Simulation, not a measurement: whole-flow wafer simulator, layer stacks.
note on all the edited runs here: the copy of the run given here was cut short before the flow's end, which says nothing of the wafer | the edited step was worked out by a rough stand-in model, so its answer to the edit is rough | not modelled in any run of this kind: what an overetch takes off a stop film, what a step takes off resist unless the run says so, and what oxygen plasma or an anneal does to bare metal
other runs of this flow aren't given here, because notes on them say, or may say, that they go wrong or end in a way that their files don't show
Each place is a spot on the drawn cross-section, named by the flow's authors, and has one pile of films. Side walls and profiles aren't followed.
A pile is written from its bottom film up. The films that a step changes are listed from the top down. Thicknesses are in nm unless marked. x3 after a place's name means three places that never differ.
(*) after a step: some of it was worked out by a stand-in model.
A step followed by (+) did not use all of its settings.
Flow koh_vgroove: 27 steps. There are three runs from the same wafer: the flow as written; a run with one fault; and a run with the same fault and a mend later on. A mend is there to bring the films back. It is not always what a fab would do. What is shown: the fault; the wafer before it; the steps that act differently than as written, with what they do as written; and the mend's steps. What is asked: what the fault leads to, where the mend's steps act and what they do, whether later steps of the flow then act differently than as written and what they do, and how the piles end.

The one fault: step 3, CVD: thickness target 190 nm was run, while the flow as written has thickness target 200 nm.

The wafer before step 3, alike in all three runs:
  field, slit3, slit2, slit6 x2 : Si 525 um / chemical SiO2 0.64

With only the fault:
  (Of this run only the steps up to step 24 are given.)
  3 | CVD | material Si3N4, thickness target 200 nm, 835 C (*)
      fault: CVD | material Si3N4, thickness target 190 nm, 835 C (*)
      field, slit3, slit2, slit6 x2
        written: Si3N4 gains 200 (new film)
        fault: Si3N4 gains 190 (new film)
  Steps later in the flow that act otherwise than as written:
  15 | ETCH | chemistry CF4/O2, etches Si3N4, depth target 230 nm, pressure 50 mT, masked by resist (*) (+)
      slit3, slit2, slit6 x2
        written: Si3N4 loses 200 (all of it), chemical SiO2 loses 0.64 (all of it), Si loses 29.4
        fault: Si3N4 loses 190 (all of it), chemical SiO2 loses 0.64 (all of it), Si loses 39.4
  Once step 24 is done, the piles at field depart from the flow's by more than 2% or 0.5 nm, whichever is larger.
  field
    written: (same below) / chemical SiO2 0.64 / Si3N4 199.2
    fault: (same below) / chemical SiO2 0.64 / Si3N4 189.2

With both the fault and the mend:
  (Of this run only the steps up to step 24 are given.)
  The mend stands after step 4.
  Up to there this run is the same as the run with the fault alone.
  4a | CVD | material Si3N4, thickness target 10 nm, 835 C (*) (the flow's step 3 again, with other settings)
      field, slit3, slit2, slit6 x2
        Si3N4 gains 10
  Every later step of the flow up to step 24 that is run acts as written at every place that is followed.
  The piles after step 24 are the same as the flow's at every place that both follow.
